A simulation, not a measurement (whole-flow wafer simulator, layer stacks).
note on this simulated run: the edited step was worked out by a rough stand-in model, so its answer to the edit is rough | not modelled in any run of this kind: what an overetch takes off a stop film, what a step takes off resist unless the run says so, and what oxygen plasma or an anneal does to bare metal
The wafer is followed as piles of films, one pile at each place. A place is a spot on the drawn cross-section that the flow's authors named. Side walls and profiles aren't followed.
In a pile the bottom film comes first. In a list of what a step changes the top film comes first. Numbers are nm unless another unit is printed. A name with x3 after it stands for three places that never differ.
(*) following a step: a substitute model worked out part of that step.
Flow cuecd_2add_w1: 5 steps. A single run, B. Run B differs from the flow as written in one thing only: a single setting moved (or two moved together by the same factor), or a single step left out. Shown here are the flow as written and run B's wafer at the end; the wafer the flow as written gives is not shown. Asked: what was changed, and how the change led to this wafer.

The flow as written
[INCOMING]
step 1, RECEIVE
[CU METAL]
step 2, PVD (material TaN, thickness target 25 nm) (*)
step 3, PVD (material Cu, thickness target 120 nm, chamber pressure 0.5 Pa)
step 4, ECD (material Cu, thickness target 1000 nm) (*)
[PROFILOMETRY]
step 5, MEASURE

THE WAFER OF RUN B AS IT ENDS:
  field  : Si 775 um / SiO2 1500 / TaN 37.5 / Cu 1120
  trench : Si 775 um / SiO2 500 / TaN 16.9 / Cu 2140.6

What caused this: step 2, PVD: thickness target 37.5 nm was run, while the flow as written has thickness target 25 nm.
One can read it off the wafer: field has TaN 37.5, and step 2 as written asks for 25 nm.

The path from the change to this, step by step:
  step 2, PVD (material TaN, thickness target 25 nm) (*)
      field: TaN gains 37.5 (new film) (it would be, as written: TaN gains 25 (new film))
      trench: TaN gains 16.9 (new film) (it would be, as written: TaN gains 11.2 (new film))
